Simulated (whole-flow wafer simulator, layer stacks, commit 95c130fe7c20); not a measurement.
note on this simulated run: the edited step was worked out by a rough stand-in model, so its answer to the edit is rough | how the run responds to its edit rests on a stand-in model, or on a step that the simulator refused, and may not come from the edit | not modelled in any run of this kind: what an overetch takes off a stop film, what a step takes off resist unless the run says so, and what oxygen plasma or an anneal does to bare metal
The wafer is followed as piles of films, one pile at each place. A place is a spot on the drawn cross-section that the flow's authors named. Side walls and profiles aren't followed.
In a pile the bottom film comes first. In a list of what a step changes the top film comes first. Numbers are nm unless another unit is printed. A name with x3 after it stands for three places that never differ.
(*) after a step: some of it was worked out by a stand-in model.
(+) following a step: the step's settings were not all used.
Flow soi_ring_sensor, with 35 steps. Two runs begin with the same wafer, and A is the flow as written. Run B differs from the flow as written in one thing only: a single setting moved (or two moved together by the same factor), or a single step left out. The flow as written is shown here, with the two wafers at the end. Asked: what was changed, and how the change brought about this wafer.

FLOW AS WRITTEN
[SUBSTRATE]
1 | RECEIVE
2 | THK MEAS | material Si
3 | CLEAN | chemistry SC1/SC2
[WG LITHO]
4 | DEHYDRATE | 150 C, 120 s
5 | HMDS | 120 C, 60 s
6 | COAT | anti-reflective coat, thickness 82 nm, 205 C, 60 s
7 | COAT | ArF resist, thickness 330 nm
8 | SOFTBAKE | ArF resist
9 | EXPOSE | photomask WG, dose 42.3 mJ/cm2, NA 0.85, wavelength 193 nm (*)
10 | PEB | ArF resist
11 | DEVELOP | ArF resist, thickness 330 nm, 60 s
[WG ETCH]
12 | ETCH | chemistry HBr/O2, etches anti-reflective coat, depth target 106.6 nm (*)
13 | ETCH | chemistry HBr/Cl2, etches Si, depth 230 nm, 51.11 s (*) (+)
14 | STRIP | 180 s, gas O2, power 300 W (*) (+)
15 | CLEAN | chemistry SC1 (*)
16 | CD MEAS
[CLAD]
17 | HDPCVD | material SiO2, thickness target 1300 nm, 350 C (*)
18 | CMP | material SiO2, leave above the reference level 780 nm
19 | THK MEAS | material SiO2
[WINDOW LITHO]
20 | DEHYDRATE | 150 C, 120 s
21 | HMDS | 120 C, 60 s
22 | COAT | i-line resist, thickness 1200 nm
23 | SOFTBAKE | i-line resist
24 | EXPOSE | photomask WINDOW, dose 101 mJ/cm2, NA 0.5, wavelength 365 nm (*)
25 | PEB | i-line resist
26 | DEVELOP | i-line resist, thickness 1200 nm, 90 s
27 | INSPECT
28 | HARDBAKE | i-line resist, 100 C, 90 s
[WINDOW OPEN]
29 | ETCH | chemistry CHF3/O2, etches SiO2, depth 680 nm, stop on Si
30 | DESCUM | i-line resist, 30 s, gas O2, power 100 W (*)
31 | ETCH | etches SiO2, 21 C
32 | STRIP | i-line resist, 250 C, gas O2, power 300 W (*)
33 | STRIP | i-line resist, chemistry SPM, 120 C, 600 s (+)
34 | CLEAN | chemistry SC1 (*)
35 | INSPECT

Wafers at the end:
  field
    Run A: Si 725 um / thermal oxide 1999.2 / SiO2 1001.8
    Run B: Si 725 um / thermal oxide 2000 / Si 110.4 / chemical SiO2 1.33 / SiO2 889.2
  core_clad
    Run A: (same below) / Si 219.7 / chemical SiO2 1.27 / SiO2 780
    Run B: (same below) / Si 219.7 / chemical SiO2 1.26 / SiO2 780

What caused this: step 13, ETCH: depth 109 nm was run, while the flow as written has depth 230 nm; step 13, ETCH: 24.28 s was run, where the flow has 51.11 s.

How this came from the change, step by step:
  13 | ETCH | chemistry HBr/Cl2, etches Si, depth 230 nm, 51.11 s (*) (+)
      gap, window, field, gap_clad: A -220 Si (all of it), -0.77 thermal oxide | B -109 Si
      core, core_clad: A -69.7 ArF resist | B -33.1 ArF resist
  14 | STRIP | 180 s, gas O2, power 300 W (*) (+)
      gap, window, field, gap_clad: A nothing | B +1.33 chemical SiO2 (new film), -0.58 Si
      core, core_clad: A -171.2 ArF resist (all of it), -82 anti-reflective coat (all of it), +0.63 chemical SiO2, -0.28 Si | B -207.8 ArF resist (all of it), -82 anti-reflective coat (all of it), +0.62 chemical SiO2, -0.27 Si
  18 | CMP | material SiO2, leave above the reference level 780 nm
      gap, window, field, gap_clad: A -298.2 SiO2 | B -410.8 SiO2
